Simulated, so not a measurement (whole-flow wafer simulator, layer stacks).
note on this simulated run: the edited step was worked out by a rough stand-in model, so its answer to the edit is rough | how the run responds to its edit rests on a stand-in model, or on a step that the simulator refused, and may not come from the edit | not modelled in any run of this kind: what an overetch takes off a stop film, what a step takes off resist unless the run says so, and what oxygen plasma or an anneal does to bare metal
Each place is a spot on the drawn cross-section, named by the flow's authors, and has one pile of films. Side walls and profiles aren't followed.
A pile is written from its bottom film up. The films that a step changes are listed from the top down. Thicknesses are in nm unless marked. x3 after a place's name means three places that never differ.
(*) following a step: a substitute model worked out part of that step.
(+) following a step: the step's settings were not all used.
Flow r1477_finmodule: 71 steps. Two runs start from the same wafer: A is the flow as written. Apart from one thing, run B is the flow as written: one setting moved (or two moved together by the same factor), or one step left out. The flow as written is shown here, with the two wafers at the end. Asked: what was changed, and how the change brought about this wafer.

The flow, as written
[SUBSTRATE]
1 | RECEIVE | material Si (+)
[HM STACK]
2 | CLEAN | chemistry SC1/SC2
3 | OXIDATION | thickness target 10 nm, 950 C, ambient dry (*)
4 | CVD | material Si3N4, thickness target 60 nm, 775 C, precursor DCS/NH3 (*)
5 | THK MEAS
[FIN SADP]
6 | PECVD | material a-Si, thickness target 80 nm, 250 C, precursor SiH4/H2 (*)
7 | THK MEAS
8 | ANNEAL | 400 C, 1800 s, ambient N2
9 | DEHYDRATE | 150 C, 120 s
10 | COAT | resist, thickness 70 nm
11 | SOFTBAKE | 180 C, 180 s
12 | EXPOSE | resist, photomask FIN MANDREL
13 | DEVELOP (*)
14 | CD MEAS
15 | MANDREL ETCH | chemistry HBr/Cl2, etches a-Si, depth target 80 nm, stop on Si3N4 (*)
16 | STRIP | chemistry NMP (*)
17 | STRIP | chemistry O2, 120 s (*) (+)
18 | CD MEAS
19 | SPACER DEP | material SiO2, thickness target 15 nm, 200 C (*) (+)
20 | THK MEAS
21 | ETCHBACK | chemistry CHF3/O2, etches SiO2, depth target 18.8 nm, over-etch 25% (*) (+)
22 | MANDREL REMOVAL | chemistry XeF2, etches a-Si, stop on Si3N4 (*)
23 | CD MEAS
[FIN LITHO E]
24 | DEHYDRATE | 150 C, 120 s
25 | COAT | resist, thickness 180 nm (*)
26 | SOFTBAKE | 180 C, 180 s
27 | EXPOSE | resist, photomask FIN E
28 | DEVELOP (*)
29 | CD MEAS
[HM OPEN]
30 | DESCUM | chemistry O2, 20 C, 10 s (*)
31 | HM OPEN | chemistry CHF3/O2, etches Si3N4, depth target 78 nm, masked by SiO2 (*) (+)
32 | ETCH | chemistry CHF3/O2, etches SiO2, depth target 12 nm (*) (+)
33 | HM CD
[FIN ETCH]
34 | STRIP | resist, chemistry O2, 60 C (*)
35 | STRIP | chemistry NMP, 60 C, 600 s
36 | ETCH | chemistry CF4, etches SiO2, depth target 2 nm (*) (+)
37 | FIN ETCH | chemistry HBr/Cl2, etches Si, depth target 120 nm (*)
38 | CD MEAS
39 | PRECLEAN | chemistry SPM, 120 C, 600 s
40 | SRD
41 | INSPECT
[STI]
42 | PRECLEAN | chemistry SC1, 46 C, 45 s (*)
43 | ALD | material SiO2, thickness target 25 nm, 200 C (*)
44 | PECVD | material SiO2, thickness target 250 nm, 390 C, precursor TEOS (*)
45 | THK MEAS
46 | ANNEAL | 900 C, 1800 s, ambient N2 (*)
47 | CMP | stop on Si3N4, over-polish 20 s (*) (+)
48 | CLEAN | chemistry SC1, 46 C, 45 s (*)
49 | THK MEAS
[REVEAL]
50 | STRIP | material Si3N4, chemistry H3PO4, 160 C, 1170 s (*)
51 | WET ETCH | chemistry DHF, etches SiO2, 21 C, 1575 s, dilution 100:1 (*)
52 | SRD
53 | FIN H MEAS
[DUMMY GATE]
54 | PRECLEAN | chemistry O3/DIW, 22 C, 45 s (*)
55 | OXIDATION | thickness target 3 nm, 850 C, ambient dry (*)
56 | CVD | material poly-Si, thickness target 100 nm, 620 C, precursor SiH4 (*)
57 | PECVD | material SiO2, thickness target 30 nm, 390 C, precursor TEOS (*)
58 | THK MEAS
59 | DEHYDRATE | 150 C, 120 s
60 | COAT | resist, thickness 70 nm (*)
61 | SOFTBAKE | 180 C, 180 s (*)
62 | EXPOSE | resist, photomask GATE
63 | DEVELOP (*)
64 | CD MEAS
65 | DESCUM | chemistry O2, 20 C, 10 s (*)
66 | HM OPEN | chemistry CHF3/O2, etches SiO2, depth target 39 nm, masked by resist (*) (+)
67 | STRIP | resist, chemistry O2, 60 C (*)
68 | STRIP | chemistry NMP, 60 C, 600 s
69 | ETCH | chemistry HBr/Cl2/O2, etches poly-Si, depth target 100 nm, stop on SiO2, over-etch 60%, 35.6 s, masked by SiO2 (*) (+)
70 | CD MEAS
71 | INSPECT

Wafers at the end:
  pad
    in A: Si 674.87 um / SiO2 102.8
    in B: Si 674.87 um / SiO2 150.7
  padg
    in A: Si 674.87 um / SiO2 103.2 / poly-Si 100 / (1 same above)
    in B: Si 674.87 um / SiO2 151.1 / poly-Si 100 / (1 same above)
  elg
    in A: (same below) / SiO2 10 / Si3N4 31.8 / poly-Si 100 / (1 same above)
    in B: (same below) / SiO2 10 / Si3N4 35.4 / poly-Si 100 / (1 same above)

Cause: step 51, WET ETCH: 693 s was run, whereas the flow has 1575 s.

Step by step, how the change led to this:
  51 | WET ETCH | chemistry DHF, etches SiO2, 21 C, 1575 s, dilution 100:1 (*)
      pad, padg, e40sg and 12 more: A SiO2 loses 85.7 | B SiO2 loses 37.7
      elg, e40lg, e100lg, e200lg, elo, e40lo, e100lo, e200lo: A SiO2 loses 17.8 (all of it), Si3N4 loses 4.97 | B SiO2 loses 17.8 (all of it), Si3N4 loses 1.38
      (and at 7 other places as well)
  56 | CVD | material poly-Si, thickness target 100 nm, 620 C, precursor SiH4 (*)
      s40sg_line, s45sg_line, s50sg_line, s40so_line, s45so_line, s50so_line: A poly-Si gains 100 (new film) | B poly-Si gains 125.4 (new film)
      s40cg, s40co: A poly-Si gains 113.9 (new film) | B poly-Si gains 100 (new film)
      (and at 5 other places as well)
  60 | COAT | resist, thickness 70 nm (*)
      e40lg, e100lg, elo, e40lo, e100lo: A resist gains 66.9 (new film) | B resist gains 69.1 (new film)
      e40sg, eso, e40so: A resist gains 129.5 (new film) | B resist gains 87.4 (new film)
      (and at 22 other places as well)
  63 | DEVELOP (*)
      elo, e40lo, e100lo: A resist loses 66.9 (all of it) | B resist loses 69.1 (all of it)
      eso, e40so: A resist loses 129.5 (all of it) | B resist loses 87.4 (all of it)
      (and at 11 other places as well)
  67 | STRIP | resist, chemistry O2, 60 C (*)
      e40lg, e100lg: A resist loses 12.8 (all of it) | B resist loses 15 (all of it)
      e40sg: A resist loses 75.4 (all of it) | B resist loses 33.2 (all of it)
      (and at 11 other places as well)
  69 | ETCH | chemistry HBr/Cl2/O2, etches poly-Si, depth target 100 nm, stop on SiO2, over-etch 60%, 35.6 s, masked by SiO2 (*) (+)
      s40so_line, s45so_line, s50so_line: A chemical SiO2 loses 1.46 (all of it), poly-Si loses 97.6 (all of it), SiO2 loses 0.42 | B chemical SiO2 loses 1.19 (all of it), poly-Si loses 123.1 (all of it), SiO2 loses 0.18
      s40co: A chemical SiO2 loses 1.46 (all of it), poly-Si loses 111.5 (all of it), SiO2 loses 0.24 | B chemical SiO2 loses 1.19 (all of it), poly-Si loses 97.7 (all of it), SiO2 loses 0.42
      (and at 2 other places as well)
